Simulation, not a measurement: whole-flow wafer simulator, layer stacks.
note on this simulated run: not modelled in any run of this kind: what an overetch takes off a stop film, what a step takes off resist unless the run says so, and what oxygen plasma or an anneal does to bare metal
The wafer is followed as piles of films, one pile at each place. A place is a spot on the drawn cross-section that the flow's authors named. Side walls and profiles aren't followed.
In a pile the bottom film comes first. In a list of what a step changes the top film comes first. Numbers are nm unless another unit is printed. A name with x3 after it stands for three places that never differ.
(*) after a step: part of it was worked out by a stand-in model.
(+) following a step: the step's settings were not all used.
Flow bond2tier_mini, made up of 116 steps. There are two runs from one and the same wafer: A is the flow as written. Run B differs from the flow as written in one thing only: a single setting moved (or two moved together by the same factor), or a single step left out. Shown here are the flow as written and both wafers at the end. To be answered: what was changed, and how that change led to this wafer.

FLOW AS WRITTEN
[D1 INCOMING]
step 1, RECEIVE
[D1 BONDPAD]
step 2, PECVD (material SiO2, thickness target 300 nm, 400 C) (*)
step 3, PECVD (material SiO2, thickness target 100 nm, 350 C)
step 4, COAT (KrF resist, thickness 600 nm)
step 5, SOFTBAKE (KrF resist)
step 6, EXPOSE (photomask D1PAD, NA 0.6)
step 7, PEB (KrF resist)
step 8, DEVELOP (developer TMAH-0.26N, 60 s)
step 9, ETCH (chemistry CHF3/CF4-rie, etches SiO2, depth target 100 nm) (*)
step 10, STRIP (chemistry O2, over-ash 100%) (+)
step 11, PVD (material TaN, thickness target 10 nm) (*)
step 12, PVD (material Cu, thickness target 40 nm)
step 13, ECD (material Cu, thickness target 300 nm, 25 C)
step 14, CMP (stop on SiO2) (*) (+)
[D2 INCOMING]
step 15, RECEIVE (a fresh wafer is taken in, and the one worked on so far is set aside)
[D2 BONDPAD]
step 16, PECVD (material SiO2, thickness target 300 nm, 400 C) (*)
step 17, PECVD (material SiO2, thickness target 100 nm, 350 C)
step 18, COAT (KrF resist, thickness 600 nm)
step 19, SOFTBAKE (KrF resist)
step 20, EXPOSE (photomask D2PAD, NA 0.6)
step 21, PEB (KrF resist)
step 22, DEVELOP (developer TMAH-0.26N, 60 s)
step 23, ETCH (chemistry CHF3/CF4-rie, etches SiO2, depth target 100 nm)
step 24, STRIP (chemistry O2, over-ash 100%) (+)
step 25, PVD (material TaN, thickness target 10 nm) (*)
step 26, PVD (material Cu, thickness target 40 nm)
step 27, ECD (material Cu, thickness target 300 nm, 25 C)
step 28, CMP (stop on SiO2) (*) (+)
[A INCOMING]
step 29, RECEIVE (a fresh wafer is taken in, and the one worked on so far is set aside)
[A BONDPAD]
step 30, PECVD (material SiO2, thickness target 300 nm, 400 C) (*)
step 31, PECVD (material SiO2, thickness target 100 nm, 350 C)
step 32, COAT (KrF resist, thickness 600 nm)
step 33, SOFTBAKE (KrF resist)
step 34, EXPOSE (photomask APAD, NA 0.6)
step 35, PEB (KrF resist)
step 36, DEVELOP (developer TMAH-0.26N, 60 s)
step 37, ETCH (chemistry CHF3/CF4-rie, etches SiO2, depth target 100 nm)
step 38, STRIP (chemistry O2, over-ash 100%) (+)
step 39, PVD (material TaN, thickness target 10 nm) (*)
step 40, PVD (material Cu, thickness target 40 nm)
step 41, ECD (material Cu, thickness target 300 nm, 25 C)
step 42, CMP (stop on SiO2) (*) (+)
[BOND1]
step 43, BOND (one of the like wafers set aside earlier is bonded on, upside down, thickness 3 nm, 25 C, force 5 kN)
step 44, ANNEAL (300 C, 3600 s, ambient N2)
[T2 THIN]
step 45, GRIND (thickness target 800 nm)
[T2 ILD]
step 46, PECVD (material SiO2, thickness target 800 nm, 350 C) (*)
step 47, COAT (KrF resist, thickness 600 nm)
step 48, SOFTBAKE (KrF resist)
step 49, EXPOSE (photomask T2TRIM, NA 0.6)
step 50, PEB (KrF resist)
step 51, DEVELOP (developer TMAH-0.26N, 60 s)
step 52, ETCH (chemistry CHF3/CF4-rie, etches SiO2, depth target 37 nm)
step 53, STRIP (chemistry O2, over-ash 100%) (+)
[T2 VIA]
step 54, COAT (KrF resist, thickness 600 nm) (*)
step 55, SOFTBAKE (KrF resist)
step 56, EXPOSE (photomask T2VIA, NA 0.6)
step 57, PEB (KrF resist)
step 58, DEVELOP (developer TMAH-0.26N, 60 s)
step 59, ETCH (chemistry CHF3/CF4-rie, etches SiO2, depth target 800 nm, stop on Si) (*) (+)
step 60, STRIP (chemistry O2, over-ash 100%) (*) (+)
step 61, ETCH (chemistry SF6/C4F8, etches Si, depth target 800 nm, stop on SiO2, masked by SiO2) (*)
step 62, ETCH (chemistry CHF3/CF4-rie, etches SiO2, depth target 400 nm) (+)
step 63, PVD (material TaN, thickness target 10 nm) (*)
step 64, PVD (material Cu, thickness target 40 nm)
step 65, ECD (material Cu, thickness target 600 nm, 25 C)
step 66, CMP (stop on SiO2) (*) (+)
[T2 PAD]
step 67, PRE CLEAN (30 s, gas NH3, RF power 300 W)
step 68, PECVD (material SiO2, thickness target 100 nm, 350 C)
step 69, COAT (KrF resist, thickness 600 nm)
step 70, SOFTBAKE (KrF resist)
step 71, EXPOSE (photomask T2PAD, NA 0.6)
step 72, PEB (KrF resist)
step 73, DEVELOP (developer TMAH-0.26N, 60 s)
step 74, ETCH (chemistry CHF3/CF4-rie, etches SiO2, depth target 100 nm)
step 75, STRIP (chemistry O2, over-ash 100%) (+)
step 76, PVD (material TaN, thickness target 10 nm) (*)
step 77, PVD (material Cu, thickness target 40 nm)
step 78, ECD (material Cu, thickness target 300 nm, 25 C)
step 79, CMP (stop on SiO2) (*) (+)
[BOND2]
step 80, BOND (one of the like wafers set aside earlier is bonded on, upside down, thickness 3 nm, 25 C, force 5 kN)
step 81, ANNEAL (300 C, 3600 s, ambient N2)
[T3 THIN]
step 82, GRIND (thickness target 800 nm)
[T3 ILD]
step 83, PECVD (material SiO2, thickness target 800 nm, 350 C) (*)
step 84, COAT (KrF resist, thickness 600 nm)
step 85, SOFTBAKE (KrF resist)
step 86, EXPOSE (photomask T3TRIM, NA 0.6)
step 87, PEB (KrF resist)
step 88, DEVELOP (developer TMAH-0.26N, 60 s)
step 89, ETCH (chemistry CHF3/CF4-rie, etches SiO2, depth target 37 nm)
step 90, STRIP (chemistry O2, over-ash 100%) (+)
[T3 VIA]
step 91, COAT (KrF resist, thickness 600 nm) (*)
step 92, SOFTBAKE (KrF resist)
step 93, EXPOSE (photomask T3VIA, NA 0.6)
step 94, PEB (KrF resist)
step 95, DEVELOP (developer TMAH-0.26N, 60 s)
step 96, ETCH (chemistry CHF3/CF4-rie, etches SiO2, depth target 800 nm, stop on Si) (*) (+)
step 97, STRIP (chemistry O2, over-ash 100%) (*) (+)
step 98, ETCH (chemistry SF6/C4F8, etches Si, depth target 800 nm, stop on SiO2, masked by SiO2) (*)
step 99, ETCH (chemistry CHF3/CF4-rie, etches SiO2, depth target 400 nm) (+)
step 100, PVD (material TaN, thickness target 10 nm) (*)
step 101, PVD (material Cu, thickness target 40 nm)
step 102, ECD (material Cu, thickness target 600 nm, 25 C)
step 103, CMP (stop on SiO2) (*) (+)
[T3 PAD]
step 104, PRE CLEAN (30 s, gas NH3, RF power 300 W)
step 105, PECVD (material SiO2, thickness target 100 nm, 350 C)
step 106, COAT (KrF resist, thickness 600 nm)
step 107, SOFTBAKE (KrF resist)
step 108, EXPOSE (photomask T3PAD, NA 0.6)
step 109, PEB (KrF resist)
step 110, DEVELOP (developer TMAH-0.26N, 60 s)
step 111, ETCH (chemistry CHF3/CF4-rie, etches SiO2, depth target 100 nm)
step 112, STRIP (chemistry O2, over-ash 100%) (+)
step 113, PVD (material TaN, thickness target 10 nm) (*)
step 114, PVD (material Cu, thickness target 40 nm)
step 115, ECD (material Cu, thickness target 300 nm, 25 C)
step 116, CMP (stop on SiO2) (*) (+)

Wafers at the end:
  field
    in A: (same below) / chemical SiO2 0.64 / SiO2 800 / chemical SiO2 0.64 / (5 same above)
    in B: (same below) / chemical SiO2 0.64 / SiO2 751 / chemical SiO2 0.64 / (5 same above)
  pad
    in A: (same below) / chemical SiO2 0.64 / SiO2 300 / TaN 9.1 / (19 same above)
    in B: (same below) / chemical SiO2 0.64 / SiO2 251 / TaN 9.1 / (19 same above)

The reason: step 31, PECVD: thickness target 51 nm was run, while the flow as written has thickness target 100 nm.

Step by step, how the change led to this:
  step 31, PECVD (material SiO2, thickness target 100 nm, 350 C)
      field, pad, via: A SiO2 gains 100 | B SiO2 gains 51
